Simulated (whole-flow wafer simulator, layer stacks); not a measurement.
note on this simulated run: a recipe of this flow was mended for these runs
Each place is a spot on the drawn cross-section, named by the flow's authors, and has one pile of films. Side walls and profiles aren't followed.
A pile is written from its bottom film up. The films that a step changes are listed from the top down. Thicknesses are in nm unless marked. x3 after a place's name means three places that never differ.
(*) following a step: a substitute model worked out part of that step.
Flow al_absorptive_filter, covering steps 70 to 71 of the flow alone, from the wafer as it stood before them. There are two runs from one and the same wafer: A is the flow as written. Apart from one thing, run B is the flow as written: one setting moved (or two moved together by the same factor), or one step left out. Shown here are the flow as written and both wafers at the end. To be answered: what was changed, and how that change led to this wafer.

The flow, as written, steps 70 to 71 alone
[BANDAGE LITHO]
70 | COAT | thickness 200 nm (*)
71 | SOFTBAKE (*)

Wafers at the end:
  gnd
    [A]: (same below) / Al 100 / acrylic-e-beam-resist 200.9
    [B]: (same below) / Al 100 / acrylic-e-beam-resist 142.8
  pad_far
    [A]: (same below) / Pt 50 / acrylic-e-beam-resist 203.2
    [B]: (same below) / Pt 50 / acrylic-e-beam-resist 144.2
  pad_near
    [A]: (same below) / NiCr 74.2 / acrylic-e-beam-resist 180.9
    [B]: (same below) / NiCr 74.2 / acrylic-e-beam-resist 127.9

Cause: step 70, COAT: thickness 142 nm was run, though the flow has thickness 200 nm.

How this came from the change, step by step:
  70 | COAT | thickness 200 nm (*)
      xa_field, xl_land, idc_field: A +200 acrylic-e-beam-resist (new film) | B +142 acrylic-e-beam-resist (new film)
      gnd: A +200.9 acrylic-e-beam-resist (new film) | B +142.8 acrylic-e-beam-resist (new film)
      (also at 10 further places)
